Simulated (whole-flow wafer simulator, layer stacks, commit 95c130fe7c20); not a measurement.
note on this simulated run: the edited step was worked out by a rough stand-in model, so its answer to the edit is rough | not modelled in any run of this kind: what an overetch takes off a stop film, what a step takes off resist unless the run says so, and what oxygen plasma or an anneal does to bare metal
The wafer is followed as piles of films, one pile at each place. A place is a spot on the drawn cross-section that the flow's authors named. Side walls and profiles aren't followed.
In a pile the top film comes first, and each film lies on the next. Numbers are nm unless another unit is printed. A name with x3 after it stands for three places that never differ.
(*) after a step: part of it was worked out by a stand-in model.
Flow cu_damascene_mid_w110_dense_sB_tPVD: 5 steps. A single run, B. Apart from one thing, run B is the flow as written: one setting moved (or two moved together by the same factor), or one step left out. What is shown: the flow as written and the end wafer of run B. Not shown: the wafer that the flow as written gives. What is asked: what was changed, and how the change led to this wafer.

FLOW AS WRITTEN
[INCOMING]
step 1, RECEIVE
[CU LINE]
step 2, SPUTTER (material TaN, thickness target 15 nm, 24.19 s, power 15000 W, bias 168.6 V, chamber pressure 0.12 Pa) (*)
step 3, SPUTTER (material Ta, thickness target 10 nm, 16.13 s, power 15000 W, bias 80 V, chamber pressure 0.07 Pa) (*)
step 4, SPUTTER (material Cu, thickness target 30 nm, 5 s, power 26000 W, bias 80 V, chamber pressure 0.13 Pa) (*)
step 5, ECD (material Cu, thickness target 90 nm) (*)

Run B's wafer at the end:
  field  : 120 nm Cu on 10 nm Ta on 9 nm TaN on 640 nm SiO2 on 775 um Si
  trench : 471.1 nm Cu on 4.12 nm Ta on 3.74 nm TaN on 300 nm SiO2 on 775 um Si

Cause: step 2, SPUTTER: 14.51 s was run, whereas the flow has 24.19 s.

How this came from the change, step by step:
  step 2, SPUTTER (material TaN, thickness target 15 nm, 24.19 s, power 15000 W, bias 168.6 V, chamber pressure 0.12 Pa) (*)
      field: +9 TaN (new film) (in the flow as written it would be: +15 TaN (new film))
      trench: +3.74 TaN (new film) (in the flow as written it would be: +6.23 TaN (new film))
